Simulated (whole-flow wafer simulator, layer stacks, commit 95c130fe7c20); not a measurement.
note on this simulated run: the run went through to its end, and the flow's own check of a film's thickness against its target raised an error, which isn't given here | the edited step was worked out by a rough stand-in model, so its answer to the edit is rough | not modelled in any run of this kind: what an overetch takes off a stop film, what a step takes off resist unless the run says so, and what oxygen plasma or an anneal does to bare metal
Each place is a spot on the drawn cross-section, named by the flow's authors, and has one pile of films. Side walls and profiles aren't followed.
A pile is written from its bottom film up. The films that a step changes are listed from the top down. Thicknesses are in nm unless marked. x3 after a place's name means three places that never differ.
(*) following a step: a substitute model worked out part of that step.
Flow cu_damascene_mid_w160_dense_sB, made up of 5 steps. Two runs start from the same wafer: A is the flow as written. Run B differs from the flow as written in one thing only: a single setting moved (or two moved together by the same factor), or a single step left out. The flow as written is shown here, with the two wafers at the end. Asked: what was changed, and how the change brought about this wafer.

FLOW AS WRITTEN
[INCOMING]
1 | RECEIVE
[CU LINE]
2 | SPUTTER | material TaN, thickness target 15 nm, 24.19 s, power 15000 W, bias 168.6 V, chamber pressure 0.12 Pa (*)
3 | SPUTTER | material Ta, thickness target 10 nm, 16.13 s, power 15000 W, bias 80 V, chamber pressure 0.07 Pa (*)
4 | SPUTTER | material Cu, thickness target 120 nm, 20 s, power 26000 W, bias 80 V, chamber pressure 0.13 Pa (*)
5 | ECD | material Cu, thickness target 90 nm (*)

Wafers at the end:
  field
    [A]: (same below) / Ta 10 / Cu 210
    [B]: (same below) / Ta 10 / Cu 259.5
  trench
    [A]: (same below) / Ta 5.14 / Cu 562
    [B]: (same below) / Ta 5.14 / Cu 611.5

What caused this: step 5, ECD: thickness target 139.5 nm was run, though the flow has thickness target 90 nm.

The path from the change to this, step by step:
  5 | ECD | material Cu, thickness target 90 nm (*)
      field: A +90 Cu | B +139.5 Cu
      trench: A +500 Cu | B +549.5 Cu
